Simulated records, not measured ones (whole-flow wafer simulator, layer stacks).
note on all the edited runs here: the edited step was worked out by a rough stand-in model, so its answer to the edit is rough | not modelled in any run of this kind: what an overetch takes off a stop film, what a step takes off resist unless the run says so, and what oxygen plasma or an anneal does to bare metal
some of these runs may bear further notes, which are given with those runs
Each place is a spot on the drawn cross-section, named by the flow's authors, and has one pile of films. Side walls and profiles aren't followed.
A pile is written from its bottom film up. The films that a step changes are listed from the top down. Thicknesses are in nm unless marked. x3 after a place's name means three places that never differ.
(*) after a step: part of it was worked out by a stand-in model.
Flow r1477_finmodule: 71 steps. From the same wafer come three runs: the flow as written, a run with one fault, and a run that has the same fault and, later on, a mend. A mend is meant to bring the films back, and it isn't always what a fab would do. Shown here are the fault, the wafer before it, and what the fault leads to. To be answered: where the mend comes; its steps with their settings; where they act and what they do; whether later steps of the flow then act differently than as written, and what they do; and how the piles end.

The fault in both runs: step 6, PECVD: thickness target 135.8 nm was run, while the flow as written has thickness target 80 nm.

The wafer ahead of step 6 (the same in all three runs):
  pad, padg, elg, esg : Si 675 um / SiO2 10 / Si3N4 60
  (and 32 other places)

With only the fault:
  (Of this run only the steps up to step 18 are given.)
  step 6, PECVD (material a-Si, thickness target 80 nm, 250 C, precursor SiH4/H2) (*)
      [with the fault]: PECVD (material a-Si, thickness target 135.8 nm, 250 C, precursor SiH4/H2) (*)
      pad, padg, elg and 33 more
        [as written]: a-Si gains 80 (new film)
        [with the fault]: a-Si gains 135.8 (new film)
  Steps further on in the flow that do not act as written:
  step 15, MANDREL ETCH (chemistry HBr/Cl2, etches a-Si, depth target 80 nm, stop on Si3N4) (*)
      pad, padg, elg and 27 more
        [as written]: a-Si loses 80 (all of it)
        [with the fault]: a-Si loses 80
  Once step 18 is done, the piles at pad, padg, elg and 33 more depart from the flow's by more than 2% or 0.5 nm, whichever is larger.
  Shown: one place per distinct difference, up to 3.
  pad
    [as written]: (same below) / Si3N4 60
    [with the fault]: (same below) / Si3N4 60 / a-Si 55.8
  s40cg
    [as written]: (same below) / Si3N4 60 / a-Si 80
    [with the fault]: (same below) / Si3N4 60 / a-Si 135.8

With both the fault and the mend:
  The mend stands after step 7.
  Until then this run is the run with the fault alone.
  step 7a, ETCH (chemistry tmah, depth target 156.2 nm)
      pad, padg, elg and 33 more
        a-Si loses 135.8 (all of it)
  step 7b, PECVD (material a-Si, thickness target 80 nm, 250 C, precursor SiH4/H2) (*) (a further turn of the flow's step 6)
      pad, padg, elg and 33 more
        a-Si gains 80 (new film)
  Every later step of the flow that is run acts as written at every place that is followed.
  The piles end the same as the flow's at every place that both follow.
